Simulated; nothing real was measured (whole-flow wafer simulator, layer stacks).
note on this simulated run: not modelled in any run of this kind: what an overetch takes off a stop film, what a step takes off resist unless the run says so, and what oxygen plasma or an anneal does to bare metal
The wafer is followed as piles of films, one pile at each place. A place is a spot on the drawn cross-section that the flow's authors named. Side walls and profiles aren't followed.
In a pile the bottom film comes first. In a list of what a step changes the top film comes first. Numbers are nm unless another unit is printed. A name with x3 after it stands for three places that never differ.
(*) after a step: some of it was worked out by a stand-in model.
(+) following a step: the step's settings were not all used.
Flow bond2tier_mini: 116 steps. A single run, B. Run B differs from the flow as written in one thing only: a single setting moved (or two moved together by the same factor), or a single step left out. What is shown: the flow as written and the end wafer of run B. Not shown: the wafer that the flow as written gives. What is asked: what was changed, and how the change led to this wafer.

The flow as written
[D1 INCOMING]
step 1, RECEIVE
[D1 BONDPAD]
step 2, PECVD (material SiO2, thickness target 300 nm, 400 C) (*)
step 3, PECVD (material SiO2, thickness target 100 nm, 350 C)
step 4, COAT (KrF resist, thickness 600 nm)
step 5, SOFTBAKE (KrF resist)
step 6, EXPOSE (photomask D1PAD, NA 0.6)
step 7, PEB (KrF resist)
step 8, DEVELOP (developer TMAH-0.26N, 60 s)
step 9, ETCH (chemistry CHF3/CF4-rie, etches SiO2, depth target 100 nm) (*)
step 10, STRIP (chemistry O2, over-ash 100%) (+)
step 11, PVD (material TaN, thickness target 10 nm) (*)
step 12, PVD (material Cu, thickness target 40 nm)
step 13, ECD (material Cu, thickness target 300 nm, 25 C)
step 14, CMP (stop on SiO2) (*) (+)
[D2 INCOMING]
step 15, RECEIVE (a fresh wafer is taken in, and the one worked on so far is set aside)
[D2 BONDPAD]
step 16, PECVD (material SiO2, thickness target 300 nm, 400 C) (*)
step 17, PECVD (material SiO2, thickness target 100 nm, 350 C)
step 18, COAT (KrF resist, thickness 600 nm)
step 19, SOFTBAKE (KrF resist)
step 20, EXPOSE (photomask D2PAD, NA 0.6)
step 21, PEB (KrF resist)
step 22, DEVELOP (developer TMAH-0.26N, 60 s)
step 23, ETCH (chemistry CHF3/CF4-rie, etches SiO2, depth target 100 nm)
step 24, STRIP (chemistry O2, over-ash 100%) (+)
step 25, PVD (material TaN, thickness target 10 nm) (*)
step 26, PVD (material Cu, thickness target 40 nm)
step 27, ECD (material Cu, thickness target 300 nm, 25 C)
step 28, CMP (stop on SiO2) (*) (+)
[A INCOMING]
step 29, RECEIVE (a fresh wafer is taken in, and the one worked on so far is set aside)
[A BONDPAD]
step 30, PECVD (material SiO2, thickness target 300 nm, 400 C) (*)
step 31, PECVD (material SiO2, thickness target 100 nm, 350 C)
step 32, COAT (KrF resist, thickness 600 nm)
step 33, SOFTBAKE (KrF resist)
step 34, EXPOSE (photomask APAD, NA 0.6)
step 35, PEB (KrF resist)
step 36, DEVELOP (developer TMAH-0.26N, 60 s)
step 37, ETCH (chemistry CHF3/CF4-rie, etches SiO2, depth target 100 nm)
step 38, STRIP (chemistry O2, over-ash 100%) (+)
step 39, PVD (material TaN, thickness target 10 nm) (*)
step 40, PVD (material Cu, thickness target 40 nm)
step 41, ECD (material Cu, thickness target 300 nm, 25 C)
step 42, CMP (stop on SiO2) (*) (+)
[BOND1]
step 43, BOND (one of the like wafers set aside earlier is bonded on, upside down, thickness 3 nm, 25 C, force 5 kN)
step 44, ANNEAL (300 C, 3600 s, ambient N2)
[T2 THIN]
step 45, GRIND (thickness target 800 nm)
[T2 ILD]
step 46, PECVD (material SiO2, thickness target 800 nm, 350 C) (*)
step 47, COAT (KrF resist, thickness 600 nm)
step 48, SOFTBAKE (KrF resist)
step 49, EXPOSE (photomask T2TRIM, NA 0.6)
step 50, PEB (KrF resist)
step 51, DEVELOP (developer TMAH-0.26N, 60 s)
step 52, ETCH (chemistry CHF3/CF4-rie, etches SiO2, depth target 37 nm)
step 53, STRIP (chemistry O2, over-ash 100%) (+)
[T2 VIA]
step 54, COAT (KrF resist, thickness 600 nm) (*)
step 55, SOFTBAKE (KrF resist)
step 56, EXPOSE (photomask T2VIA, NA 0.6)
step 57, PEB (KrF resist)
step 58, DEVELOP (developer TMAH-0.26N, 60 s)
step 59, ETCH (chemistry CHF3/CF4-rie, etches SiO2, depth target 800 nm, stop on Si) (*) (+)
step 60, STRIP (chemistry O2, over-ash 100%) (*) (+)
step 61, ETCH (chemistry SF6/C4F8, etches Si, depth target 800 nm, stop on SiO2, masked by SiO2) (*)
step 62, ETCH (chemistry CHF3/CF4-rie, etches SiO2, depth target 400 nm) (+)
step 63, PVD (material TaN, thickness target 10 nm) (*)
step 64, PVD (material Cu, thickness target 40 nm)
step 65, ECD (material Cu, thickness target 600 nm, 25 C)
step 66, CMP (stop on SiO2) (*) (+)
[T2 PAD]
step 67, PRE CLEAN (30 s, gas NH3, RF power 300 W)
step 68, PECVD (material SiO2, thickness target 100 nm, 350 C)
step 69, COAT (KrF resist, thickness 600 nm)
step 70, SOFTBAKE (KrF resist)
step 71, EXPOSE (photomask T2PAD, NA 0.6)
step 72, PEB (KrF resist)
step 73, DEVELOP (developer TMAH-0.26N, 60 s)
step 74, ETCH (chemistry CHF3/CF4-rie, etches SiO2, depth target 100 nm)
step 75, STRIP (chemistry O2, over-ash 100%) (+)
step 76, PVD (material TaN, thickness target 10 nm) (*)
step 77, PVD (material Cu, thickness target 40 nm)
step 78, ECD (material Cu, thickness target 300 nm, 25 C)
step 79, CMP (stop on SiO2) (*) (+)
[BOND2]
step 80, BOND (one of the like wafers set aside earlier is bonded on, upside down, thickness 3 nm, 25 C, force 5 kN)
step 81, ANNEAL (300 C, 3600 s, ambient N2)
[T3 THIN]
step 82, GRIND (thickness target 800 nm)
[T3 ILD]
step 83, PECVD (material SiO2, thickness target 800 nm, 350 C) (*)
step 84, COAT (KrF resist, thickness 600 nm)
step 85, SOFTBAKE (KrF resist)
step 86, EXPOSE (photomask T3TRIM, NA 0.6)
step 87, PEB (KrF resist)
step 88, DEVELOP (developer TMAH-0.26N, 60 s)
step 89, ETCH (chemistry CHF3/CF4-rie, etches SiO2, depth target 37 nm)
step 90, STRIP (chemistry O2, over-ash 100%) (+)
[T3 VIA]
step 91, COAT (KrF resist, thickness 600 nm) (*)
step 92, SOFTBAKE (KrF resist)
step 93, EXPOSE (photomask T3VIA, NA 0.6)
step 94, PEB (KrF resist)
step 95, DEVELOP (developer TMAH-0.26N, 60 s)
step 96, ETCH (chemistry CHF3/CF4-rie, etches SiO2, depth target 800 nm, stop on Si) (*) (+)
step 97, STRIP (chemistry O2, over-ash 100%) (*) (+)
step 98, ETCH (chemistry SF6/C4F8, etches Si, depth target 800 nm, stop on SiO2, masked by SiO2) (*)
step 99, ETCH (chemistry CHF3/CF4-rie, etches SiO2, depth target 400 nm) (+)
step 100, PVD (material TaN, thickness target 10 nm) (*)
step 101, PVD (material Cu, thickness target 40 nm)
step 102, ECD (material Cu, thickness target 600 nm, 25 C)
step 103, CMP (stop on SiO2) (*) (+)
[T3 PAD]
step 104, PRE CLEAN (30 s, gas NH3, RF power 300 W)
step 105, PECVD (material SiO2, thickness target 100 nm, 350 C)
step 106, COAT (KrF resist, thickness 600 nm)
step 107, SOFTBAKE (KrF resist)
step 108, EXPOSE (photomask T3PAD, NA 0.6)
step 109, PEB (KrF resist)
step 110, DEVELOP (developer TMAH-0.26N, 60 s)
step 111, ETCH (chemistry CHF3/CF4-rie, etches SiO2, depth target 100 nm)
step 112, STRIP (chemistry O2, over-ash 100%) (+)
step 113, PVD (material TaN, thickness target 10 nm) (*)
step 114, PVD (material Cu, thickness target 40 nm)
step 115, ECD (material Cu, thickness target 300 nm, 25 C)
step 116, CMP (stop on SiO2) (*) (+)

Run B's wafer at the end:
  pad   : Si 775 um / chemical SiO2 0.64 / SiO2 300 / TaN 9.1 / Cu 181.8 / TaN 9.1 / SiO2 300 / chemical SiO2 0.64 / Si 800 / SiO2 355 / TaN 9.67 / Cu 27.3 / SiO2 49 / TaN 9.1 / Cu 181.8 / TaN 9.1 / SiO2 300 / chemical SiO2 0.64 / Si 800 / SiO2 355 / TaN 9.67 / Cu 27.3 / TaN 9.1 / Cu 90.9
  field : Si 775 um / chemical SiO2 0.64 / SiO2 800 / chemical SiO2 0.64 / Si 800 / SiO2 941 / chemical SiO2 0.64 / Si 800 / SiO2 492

Cause: step 68, PECVD: thickness target 149 nm was run, though the flow has thickness target 100 nm.

Step by step, how the change led to this:
  step 68, PECVD (material SiO2, thickness target 100 nm, 350 C)
      field: SiO2 gains 149 (as written it would have been: SiO2 gains 100)
      pad: SiO2 gains 149 (new film) (as written it would have been: SiO2 gains 100 (new film))
  step 74, ETCH (chemistry CHF3/CF4-rie, etches SiO2, depth target 100 nm)
      pad: SiO2 loses 100 (as written it would have been: SiO2 loses 100 (all of it))
With metal films that touch counted as one body, pad has 4 bodies (between them, from the top down: SiO2 355 / Si 800 / chemical SiO2 0.64 / SiO2 300; SiO2 49; SiO2 355 / Si 800 / chemical SiO2 0.64 / SiO2 300); the flow as written gives 3 bodies (between them, from the top down: SiO2 355 / Si 800 / chemical SiO2 0.64 / SiO2 300; SiO2 355 / Si 800 / chemical SiO2 0.64 / SiO2 300).
